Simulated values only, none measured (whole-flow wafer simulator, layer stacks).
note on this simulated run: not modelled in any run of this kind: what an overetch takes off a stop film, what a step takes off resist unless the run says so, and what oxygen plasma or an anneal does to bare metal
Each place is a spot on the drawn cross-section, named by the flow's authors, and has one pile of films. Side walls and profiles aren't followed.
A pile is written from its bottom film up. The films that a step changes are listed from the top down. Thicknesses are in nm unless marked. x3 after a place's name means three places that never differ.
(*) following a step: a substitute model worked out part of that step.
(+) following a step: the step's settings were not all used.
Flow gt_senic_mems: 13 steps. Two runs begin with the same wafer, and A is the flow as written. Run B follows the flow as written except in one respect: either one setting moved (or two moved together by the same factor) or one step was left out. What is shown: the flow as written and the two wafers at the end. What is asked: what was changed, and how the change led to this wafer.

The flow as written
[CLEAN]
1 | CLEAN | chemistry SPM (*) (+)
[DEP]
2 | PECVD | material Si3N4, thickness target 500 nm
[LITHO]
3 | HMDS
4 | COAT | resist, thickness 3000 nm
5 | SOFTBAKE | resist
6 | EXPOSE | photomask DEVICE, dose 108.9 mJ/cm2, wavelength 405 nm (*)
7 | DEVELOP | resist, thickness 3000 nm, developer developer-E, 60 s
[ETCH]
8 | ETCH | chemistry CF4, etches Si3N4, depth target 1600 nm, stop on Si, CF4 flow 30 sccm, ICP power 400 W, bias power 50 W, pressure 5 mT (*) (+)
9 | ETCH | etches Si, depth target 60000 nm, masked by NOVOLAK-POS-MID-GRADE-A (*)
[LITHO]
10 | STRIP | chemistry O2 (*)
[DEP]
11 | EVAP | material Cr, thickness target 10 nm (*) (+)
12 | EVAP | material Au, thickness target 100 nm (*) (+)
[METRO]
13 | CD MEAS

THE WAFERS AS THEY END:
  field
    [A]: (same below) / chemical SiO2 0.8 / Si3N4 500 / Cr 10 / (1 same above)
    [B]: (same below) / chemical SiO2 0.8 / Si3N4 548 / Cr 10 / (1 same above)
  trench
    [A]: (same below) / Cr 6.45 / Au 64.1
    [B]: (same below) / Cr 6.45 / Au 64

What caused this: step 2, PECVD: thickness target 548 nm was run, whereas the flow has thickness target 500 nm.
The wafer itself shows it: field has Si3N4 548, and step 2 as written asks for 500 nm.

The path from the change to this, step by step:
  2 | PECVD | material Si3N4, thickness target 500 nm
      field, trench: A +500 Si3N4 (new film) | B +548 Si3N4 (new film)
  8 | ETCH | chemistry CF4, etches Si3N4, depth target 1600 nm, stop on Si, CF4 flow 30 sccm, ICP power 400 W, bias power 50 W, pressure 5 mT (*) (+)
      field: A -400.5 resist | B -432.5 resist
      trench: A -500 Si3N4 (all of it), -0.8 chemical SiO2 (all of it) | B -548 Si3N4 (all of it), -0.8 chemical SiO2 (all of it)
